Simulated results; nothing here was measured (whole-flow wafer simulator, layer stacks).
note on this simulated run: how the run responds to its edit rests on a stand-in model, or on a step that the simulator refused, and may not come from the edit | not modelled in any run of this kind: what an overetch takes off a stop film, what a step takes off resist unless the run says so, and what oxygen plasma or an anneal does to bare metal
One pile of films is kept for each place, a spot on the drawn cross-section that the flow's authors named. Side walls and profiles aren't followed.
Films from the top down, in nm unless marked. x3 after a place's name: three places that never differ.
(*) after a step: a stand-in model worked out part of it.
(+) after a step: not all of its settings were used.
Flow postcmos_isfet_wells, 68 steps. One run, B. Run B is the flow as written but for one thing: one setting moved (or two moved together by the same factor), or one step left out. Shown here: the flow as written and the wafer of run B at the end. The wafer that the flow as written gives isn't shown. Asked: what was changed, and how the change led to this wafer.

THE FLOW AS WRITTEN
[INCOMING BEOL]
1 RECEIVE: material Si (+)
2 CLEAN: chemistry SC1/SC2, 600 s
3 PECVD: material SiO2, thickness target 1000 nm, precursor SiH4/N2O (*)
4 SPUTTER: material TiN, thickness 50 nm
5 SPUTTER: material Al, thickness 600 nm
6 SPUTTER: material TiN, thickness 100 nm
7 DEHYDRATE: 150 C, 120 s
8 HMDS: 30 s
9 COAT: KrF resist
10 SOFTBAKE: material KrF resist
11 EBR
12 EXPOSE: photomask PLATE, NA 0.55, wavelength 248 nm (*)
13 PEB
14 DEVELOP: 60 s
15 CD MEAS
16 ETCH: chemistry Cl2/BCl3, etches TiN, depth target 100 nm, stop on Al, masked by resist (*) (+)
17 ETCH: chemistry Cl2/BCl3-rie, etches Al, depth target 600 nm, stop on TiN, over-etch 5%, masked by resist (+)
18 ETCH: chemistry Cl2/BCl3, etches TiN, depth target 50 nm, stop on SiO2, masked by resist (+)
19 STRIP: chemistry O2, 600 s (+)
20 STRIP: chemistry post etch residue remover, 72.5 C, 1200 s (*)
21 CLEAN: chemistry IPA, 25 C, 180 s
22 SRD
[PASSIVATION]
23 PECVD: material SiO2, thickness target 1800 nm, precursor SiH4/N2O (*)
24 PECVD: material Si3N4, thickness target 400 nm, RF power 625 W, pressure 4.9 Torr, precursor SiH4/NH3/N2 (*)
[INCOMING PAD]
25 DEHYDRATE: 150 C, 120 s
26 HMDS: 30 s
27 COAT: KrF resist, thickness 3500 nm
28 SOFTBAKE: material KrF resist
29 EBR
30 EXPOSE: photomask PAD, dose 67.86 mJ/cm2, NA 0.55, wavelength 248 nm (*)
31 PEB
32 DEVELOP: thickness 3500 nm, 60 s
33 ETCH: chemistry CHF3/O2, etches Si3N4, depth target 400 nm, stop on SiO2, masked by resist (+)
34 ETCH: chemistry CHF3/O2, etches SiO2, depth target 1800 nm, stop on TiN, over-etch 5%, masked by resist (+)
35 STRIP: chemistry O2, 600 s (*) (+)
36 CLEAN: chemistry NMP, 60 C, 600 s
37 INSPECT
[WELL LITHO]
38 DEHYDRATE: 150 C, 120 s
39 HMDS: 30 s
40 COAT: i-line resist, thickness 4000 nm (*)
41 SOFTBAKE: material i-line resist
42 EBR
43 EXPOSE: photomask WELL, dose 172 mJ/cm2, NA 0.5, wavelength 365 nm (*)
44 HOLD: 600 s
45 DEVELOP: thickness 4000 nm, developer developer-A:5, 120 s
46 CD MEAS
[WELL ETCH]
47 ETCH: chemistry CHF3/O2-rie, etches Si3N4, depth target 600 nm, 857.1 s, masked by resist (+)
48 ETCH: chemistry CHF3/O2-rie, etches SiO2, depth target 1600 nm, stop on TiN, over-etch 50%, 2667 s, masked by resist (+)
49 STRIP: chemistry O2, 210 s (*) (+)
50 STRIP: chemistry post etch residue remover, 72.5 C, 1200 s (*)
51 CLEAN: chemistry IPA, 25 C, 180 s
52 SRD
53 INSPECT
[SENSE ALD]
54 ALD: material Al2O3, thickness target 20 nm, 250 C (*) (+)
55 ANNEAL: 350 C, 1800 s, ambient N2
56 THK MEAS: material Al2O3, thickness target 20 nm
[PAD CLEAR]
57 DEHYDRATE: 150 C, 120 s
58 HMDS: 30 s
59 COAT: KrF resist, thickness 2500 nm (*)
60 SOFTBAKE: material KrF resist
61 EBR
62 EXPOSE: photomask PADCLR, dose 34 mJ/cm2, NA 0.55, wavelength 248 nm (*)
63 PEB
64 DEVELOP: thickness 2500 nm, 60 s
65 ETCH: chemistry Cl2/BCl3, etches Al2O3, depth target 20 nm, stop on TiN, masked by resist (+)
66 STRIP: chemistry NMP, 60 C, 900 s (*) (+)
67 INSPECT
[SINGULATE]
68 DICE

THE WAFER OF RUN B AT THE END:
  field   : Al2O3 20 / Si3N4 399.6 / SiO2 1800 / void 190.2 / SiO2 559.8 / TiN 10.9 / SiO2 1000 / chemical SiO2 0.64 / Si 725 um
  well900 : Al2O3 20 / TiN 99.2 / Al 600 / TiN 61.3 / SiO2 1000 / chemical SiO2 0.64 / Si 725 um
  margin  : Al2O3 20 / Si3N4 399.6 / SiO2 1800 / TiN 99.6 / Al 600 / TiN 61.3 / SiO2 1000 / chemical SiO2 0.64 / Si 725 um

The cause: step 4, SPUTTER: thickness 61.3 nm was run, where the flow has thickness 50 nm.
It can be read off the wafer: well900 has TiN 61.3, and step 4 as written asks for 50 nm.

How the change led to this, step by step:
  4 SPUTTER: material TiN, thickness 50 nm
      field, margin, well900, well1300 x3, pad_rim, pad_clr, pad_open: TiN +61.3 (new film) (as written it would be: TiN +50 (new film))
  18 ETCH: chemistry Cl2/BCl3, etches TiN, depth target 50 nm, stop on SiO2, masked by resist (+)
      field: TiN -50 (as written it would be: TiN -50 (all of it))
  23 PECVD: material SiO2, thickness target 1800 nm, precursor SiH4/N2O (*)
      field: SiO2 +1800 (new film), void +190.2 (new film), SiO2 +559.8 (new film) (as written it would be: SiO2 +1800 (new film), void +189.9 (new film), SiO2 +559.7)
Counting metal films that touch as one body, field has 1 body; the flow as written gives 0 bodies.
